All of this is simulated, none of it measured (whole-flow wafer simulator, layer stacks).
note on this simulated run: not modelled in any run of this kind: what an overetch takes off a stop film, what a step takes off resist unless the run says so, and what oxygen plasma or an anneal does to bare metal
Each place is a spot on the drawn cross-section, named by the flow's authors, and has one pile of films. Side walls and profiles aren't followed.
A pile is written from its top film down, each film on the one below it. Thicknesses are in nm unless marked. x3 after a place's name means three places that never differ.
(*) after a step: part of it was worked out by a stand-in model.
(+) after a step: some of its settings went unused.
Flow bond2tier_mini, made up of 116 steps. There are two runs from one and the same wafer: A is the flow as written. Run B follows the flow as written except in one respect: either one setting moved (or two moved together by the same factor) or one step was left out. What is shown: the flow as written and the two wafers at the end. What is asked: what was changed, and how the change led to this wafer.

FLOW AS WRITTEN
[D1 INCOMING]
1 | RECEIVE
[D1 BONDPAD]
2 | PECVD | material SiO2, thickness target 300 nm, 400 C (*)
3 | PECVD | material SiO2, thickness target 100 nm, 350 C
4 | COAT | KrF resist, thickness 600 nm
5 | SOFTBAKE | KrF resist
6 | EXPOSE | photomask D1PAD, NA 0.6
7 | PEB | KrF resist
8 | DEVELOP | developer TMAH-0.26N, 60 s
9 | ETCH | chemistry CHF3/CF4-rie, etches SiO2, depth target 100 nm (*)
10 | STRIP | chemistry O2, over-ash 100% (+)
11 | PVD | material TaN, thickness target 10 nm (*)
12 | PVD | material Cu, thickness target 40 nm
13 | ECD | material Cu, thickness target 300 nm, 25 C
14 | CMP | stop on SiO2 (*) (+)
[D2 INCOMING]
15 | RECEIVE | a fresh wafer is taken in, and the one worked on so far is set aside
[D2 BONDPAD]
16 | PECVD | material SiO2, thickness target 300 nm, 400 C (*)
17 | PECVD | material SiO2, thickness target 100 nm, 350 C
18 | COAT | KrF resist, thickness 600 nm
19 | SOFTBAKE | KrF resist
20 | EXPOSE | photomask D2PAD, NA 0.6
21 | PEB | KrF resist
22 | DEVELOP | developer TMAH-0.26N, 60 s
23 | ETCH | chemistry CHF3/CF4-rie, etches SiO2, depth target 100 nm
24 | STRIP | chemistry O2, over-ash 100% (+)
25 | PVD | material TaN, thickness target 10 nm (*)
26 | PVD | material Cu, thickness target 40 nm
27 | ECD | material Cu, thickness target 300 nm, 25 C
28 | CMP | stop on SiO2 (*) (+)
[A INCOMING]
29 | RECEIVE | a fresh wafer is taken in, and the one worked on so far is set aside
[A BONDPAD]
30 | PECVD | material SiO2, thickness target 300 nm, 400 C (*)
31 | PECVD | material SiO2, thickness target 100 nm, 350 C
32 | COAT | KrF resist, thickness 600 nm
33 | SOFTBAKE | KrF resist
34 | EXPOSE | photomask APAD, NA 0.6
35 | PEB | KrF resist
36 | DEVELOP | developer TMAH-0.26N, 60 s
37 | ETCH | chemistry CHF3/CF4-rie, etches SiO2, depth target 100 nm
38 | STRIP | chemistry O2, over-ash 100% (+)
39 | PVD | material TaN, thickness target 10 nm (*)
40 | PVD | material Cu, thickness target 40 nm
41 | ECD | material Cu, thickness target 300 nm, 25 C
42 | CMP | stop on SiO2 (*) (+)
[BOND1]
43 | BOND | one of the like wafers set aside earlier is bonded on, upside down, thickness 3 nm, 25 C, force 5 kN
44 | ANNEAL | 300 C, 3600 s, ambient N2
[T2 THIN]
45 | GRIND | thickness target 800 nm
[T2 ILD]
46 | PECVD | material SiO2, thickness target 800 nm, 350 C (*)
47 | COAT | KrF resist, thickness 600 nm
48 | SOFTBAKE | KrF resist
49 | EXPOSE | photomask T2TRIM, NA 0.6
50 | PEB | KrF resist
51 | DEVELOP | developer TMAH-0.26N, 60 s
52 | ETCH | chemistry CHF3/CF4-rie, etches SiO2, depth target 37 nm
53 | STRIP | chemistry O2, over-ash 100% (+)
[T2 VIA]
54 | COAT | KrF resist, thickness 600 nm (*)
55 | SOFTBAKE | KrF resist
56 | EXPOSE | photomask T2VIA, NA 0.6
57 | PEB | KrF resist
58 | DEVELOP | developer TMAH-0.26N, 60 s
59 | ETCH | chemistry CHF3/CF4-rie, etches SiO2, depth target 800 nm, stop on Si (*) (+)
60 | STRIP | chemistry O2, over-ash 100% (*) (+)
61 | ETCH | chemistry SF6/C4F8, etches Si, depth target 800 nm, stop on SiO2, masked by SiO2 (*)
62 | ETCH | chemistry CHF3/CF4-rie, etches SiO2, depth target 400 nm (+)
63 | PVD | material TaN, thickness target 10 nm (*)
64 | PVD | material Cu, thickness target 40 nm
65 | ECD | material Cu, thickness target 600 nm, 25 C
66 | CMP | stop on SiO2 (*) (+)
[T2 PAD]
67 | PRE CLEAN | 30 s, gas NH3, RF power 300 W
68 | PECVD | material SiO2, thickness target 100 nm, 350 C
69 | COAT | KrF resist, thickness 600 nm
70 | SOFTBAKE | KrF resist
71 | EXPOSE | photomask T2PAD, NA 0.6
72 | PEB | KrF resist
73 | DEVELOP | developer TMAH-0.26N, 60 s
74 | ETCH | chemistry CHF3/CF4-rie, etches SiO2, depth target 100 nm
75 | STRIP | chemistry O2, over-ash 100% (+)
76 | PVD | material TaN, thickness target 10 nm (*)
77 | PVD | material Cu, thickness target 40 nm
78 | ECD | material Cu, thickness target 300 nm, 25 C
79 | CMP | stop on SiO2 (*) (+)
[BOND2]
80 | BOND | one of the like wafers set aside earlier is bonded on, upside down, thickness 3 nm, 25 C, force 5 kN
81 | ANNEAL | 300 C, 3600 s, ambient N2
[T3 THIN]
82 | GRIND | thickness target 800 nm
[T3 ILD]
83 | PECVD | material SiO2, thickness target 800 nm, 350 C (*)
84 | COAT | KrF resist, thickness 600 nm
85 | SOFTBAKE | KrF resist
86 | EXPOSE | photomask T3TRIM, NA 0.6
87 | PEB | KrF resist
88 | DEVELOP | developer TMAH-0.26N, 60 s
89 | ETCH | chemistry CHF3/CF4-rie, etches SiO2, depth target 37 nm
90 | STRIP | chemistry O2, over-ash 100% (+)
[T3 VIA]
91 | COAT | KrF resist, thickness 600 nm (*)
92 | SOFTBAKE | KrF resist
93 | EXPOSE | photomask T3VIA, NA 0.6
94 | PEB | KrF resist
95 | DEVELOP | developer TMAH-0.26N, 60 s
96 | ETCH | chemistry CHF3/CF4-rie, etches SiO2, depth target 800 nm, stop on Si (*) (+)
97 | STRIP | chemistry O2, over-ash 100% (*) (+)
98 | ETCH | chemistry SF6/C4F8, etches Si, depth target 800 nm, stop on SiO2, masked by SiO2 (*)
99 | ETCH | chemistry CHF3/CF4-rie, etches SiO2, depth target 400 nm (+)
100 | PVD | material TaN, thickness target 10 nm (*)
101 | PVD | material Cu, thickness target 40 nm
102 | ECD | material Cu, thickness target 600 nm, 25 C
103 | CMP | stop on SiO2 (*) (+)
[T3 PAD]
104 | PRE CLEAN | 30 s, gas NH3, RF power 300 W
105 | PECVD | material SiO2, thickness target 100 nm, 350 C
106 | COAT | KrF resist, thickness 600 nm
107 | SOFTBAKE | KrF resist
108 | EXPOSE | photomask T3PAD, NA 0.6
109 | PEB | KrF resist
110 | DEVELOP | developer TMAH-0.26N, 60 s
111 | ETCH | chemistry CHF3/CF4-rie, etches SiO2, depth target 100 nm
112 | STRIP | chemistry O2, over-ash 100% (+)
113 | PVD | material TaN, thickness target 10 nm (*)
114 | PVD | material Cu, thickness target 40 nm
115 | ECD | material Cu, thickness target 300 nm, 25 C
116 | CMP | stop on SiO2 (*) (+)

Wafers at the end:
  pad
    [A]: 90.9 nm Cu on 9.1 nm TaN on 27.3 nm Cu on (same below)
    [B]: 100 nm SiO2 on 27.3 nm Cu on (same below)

The reason: step 111, ETCH: chemistry CHF3/CF4-rie, etches SiO2, depth target 100 nm, was not run.

Step by step, how the change led to this:
  112 | STRIP | chemistry O2, over-ash 100% (+)
      field: A -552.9 KrF resist (all of it) | B -586.3 KrF resist (all of it)
  113 | PVD | material TaN, thickness target 10 nm (*)
      pad: A +9.1 TaN (new film) | B +10 TaN (new film)
  114 | PVD | material Cu, thickness target 40 nm
      pad: A +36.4 Cu (new film) | B +40 Cu (new film)
  115 | ECD | material Cu, thickness target 300 nm, 25 C
      pad: A +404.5 Cu | B +300 Cu
  116 | CMP | stop on SiO2 (*) (+)
      pad: A -350 Cu | B -340 Cu (all of it), -10 TaN (all of it)
